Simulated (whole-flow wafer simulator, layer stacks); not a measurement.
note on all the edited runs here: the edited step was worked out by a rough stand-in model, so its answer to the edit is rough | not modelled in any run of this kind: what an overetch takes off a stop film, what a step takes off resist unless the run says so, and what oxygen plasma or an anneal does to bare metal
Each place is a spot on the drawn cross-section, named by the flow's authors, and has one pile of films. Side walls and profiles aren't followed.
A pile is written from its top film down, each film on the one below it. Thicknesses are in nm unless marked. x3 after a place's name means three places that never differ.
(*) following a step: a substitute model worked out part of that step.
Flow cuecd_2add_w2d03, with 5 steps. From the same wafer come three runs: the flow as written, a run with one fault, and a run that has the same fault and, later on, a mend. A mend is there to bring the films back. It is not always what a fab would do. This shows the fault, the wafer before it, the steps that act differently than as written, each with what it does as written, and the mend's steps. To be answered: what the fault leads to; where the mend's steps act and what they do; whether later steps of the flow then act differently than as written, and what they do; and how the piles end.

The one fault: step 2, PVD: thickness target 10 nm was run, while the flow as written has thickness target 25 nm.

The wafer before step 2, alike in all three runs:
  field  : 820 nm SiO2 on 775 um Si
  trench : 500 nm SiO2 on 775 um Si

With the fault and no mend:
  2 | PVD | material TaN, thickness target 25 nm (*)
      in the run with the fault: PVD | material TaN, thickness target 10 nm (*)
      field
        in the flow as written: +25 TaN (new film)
        in the run with the fault: +10 TaN (new film)
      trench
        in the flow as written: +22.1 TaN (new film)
        in the run with the fault: +8.84 TaN (new film)
  Later steps of the flow that are run all act as written at every place that is followed, up to a difference of at most 2% or 0.5 nm, whichever is larger.
  At field, trench, the piles at the end differ from the flow's by more than 2% or 0.5 nm, whichever is larger.
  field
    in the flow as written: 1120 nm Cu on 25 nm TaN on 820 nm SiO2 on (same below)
    in the run with the fault: 1120 nm Cu on 10 nm TaN on 820 nm SiO2 on (same below)
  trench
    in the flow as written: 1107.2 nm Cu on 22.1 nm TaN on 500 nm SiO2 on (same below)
    in the run with the fault: 1107.4 nm Cu on 8.84 nm TaN on 500 nm SiO2 on (same below)

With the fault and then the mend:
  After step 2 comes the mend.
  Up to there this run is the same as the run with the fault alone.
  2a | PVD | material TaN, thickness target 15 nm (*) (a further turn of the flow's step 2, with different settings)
      field
        +15 TaN
      trench
        +13.2 TaN
  Later steps of the flow that are run all act as written at every place that is followed.
  By the end, the piles equal the flow's at every place that both follow.
